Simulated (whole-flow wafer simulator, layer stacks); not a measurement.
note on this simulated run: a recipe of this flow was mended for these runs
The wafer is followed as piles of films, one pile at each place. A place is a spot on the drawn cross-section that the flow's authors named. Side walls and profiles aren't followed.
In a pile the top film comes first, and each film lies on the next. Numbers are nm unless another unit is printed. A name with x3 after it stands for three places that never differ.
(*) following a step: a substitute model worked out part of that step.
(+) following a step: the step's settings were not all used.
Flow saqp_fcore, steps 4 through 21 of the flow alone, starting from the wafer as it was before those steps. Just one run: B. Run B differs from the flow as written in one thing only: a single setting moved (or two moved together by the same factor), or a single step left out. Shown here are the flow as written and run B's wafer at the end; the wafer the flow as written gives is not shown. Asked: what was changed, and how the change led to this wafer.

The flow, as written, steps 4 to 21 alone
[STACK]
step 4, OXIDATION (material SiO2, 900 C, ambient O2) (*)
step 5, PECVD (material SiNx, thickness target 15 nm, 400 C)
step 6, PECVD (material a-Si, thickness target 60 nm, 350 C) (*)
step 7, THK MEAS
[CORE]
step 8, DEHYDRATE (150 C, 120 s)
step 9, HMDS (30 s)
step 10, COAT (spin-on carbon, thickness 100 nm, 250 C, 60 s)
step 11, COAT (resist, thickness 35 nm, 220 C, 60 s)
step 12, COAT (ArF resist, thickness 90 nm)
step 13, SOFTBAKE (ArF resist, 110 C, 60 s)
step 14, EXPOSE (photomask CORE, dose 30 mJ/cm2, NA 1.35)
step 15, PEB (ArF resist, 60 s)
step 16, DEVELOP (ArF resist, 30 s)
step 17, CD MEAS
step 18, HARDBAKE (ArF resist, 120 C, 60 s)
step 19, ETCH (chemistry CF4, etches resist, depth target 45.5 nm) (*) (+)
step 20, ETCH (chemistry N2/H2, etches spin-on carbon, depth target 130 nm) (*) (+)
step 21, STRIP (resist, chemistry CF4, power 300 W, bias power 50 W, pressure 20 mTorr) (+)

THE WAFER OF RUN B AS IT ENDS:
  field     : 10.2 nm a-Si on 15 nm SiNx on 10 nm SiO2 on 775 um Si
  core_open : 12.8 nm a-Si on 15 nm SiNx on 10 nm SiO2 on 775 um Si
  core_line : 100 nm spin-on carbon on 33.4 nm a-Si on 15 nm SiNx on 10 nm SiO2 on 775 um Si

The reason: step 6, PECVD: thickness target 33.4 nm was run, whereas the flow has thickness target 60 nm.
One can read it off the wafer: core_line has a-Si 33.4, and step 6 as written asks for 60 nm.

Step by step, how the change led to this:
  step 6, PECVD (material a-Si, thickness target 60 nm, 350 C) (*)
      field, core_open, core_line: +33.4 a-Si (new film) (it would be, as written: +60 a-Si (new film))
